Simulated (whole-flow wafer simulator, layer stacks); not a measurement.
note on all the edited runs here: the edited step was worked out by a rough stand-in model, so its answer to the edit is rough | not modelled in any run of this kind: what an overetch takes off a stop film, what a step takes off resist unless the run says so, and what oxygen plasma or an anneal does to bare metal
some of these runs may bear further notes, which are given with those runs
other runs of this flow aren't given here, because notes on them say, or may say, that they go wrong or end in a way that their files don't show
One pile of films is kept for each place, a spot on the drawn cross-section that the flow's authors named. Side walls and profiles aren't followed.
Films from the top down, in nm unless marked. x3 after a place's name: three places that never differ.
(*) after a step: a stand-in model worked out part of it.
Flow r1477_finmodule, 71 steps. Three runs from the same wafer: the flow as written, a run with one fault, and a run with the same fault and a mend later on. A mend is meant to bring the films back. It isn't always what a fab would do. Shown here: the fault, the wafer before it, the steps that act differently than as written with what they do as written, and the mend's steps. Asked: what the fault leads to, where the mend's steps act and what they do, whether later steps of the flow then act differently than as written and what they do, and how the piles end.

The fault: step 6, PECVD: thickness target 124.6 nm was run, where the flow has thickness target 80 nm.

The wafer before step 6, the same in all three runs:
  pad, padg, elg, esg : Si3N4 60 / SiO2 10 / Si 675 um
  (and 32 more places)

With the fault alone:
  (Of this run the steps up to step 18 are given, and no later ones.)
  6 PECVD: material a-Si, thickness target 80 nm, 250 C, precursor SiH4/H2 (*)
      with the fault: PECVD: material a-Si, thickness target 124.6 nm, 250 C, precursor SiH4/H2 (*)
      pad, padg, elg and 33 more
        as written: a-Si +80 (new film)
        with the fault: a-Si +124.6 (new film)
  Later steps of the flow that act differently than as written:
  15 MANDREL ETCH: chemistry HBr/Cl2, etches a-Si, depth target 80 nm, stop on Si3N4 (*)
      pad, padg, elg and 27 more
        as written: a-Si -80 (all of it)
        with the fault: a-Si -80
  After step 18 the piles differ from the flow's by more than 2% or 0.5 nm, whichever is larger, at pad, padg, elg and 33 more.
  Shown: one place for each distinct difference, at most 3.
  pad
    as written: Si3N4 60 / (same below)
    with the fault: a-Si 44.6 / Si3N4 60 / (same below)
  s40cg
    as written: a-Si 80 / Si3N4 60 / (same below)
    with the fault: a-Si 124.6 / Si3N4 60 / (same below)

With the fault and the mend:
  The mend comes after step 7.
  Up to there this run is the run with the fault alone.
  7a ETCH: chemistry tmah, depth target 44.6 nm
      pad, padg, elg and 33 more
        a-Si -44.6
  No later step of the flow acts differently than as written at any place that is followed.
  At the end the piles are the same as the flow's at every place that both follow.
